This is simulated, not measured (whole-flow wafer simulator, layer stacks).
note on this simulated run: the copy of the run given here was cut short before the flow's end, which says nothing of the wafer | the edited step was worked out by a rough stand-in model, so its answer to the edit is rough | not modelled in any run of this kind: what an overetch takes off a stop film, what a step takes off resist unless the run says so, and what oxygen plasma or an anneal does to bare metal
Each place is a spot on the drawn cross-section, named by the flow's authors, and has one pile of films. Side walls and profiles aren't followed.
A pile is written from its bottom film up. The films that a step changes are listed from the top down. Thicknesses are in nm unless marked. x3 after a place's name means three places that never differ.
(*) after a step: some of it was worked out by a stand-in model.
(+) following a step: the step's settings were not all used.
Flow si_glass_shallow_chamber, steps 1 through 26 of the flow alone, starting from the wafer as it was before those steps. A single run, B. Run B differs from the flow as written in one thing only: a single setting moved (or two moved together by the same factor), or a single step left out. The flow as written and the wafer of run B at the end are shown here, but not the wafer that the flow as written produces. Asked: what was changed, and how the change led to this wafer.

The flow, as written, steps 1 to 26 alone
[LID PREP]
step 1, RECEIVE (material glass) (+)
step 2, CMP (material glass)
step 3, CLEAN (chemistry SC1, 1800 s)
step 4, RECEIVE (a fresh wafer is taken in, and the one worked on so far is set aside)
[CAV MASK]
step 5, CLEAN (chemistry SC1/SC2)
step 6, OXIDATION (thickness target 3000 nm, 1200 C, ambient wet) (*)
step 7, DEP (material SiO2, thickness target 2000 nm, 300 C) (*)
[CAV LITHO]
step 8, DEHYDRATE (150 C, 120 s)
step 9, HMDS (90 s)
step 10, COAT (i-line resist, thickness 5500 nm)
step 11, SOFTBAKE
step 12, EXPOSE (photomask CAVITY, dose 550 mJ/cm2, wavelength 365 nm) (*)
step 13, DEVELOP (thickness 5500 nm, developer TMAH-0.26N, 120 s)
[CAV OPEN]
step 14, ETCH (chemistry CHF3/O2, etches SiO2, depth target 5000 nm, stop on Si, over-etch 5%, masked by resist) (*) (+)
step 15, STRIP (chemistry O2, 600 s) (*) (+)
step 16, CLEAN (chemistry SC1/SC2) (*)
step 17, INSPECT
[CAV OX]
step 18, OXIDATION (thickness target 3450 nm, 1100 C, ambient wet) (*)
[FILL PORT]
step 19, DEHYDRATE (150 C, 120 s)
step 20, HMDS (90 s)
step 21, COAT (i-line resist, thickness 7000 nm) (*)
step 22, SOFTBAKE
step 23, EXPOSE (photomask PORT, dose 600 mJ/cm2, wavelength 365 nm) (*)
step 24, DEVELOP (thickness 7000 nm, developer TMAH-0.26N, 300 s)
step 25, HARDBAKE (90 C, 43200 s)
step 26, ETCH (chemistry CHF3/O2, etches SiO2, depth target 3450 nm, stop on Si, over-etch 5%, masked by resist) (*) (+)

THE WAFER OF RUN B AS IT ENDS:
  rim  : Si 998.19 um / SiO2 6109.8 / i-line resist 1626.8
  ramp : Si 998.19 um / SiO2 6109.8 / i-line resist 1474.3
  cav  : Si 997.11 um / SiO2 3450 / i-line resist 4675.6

What caused this: step 26, ETCH: over-etch 7.75% was run, while the flow as written has over-etch 5%.

The path from the change to this, step by step:
  step 26, ETCH (chemistry CHF3/O2, etches SiO2, depth target 3450 nm, stop on Si, over-etch 5%, masked by resist) (*) (+)
      rim, ramp, cav, ring: -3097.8 i-line resist (in the flow as written it would be: -3018.8 i-line resist)
      port: -3450 SiO2 (all of it), -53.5 Si (in the flow as written it would be: -3450 SiO2 (all of it), -34.5 Si)
      (and at 1 other place as well)
